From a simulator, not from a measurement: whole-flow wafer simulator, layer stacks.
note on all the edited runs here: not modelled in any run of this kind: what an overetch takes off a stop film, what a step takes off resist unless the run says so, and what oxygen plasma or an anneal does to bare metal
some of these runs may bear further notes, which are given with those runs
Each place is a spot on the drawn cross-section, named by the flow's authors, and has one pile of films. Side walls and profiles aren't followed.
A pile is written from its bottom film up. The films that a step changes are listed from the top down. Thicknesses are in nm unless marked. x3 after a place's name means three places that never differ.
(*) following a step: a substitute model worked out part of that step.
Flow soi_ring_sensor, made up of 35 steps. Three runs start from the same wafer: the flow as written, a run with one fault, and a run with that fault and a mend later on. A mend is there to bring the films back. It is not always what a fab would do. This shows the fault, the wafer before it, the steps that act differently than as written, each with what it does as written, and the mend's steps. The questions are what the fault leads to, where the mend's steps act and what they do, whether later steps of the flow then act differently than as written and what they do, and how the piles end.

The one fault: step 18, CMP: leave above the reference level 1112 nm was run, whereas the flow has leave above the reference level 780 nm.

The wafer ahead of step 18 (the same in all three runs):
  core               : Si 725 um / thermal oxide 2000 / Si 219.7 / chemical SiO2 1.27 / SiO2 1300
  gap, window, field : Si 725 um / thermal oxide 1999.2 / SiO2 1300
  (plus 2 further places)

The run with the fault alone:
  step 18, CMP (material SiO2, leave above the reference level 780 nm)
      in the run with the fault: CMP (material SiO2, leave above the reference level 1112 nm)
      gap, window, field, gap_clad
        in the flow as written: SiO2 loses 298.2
        in the run with the fault: nothing
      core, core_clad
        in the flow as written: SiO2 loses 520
        in the run with the fault: SiO2 loses 188
  Steps further on in the flow that do not act as written (2 more steps, not shown, differ only slightly: by at most 2% or 0.5 nm, whichever is larger):
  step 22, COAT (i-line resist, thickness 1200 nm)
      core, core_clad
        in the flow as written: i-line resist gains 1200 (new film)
        in the run with the fault: i-line resist gains 1170.5 (new film)
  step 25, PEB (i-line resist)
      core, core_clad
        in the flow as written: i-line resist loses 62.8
        in the run with the fault: i-line resist loses 61.3
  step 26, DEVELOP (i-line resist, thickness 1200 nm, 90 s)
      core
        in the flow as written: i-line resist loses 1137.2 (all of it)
        in the run with the fault: i-line resist loses 1108.9 (all of it)
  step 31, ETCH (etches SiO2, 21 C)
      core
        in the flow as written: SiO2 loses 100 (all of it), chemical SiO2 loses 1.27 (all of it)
        in the run with the fault: SiO2 loses 432 (all of it), chemical SiO2 loses 1.27 (all of it)
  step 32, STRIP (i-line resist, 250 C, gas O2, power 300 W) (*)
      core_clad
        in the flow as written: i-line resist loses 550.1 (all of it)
        in the run with the fault: i-line resist loses 521.9 (all of it)
  At field, core_clad, the piles at the end differ from the flow's by more than 2% or 0.5 nm, whichever is larger.
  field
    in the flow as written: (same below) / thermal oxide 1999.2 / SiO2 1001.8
    in the run with the fault: (same below) / thermal oxide 1999.2 / SiO2 1300
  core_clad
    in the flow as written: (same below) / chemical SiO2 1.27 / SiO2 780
    in the run with the fault: (same below) / chemical SiO2 1.27 / SiO2 1112

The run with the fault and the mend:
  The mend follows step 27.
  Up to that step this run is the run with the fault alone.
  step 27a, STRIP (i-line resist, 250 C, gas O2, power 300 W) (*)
      field
        i-line resist loses 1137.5 (all of it)
      core_clad
        i-line resist loses 1108.9 (all of it)
      gap_clad
        i-line resist loses 1141.1 (all of it)
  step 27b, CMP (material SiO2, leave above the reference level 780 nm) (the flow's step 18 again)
      gap, window, field, gap_clad
        SiO2 loses 298.2
      core, core_clad
        SiO2 loses 332
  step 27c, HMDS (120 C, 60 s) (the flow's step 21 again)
      does not change any film at any place that is followed
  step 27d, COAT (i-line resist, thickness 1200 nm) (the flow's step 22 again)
      core, gap, window, field, core_clad, gap_clad
        i-line resist gains 1200 (new film)
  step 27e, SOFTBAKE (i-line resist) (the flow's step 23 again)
      does not change any film at any place that is followed
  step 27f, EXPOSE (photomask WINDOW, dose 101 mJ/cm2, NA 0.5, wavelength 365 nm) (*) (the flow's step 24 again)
      does not change any film at any place that is followed
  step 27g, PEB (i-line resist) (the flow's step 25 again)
      core, gap, window, field, core_clad, gap_clad
        i-line resist loses 62.8
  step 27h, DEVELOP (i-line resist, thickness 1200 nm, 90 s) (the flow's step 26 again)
      core, gap, window
        i-line resist loses 1137.2 (all of it)
      field, core_clad, gap_clad
        i-line resist loses 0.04
  Later steps of the flow that are run all act as written at every place that is followed.
  At every place that both follow, the piles at the end match the flow's.
